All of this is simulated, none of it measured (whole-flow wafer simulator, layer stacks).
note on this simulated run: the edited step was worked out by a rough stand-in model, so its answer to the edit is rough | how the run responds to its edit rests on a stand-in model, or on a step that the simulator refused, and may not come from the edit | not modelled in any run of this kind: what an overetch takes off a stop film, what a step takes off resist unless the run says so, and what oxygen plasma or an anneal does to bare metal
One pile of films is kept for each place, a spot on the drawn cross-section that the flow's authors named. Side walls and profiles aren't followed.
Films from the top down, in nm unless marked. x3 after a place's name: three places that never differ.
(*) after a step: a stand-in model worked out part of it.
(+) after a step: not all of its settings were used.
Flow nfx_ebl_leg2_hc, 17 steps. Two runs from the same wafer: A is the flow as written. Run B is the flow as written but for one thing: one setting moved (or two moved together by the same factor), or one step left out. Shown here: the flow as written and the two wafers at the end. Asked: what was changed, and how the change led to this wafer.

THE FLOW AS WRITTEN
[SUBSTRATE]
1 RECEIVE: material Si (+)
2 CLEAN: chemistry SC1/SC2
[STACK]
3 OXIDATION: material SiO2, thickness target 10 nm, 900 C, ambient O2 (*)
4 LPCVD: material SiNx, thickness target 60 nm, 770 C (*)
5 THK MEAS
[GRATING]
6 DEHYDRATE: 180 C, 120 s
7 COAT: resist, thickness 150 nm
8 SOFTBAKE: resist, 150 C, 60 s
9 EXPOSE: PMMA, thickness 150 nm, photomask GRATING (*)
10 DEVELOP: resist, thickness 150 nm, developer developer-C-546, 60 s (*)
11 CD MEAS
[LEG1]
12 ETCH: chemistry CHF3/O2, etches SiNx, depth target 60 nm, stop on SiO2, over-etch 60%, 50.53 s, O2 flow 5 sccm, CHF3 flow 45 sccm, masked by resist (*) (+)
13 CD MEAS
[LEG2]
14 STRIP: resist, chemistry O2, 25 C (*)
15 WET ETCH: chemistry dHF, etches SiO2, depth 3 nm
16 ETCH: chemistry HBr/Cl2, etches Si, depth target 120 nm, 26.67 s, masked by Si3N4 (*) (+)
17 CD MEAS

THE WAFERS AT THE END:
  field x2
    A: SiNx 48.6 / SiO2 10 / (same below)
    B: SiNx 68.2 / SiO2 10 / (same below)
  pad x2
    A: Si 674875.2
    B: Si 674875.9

The cause: step 4, LPCVD: thickness target 79.6 nm was run, where the flow has thickness target 60 nm.

How the change led to this, step by step:
  4 LPCVD: material SiNx, thickness target 60 nm, 770 C (*)
      field x2, pad x2: A SiNx +60 (new film) | B SiNx +79.6 (new film)
  12 ETCH: chemistry CHF3/O2, etches SiNx, depth target 60 nm, stop on SiO2, over-etch 60%, 50.53 s, O2 flow 5 sccm, CHF3 flow 45 sccm, masked by resist (*) (+)
      pad x2: A SiNx -60 (all of it), SiO2 -10 (all of it) | B SiNx -79.6 (all of it), SiO2 -8.2
  14 STRIP: resist, chemistry O2, 25 C (*)
      pad x2: A chemical SiO2 +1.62 (new film), Si -0.71 | B nothing
  15 WET ETCH: chemistry dHF, etches SiO2, depth 3 nm
      pad x2: A chemical SiO2 -1.62 (all of it) | B SiO2 -1.8 (all of it)
